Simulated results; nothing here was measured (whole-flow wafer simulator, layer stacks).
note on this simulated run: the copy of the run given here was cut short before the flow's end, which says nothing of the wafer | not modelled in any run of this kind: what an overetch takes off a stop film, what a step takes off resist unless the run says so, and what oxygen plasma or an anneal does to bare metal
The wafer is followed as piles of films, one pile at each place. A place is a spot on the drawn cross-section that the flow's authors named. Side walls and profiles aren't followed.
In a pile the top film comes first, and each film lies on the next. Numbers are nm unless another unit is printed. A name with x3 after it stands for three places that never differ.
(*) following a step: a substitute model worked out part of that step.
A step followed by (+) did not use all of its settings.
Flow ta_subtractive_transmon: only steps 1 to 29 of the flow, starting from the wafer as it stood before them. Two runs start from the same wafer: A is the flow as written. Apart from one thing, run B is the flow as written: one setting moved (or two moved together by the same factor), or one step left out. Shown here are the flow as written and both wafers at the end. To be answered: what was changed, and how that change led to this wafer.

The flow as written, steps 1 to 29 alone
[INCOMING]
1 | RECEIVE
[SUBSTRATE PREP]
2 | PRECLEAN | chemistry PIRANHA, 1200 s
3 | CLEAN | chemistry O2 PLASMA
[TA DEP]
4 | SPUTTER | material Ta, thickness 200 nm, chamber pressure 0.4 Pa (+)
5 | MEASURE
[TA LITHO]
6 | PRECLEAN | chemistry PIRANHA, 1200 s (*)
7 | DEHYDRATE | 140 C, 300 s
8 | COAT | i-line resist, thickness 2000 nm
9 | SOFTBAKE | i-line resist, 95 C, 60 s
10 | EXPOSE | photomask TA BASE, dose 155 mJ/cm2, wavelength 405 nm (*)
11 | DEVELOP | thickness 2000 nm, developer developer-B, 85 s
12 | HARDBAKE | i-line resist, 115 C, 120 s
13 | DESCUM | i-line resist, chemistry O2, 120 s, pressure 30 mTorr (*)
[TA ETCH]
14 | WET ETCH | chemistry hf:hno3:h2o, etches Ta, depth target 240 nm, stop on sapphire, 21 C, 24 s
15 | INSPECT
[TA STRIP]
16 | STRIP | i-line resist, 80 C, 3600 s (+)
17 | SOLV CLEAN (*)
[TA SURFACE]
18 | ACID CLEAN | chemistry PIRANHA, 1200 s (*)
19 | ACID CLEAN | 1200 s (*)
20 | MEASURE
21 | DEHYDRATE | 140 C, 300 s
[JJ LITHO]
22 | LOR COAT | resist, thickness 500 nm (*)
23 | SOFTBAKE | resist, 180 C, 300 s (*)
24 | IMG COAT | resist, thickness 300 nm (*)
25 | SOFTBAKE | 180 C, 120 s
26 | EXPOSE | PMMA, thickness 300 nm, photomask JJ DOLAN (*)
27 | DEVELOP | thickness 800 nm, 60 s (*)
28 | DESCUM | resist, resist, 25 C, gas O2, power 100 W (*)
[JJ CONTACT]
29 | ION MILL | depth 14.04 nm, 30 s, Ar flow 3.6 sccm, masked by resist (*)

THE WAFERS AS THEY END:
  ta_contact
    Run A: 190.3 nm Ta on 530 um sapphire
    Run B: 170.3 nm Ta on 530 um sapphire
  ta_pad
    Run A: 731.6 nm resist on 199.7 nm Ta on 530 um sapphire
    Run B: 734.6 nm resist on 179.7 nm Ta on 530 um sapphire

What caused this: step 4, SPUTTER: thickness 180 nm was run, while the flow as written has thickness 200 nm.

Step by step, how the change led to this:
  4 | SPUTTER | material Ta, thickness 200 nm, chamber pressure 0.4 Pa (+)
      field x2, jj_line, lead, ta_contact, ta_pad: A +200 Ta (new film) | B +180 Ta (new film)
  14 | WET ETCH | chemistry hf:hno3:h2o, etches Ta, depth target 240 nm, stop on sapphire, 21 C, 24 s
      field x2, jj_line, lead: A -200 Ta (all of it) | B -180 Ta (all of it)
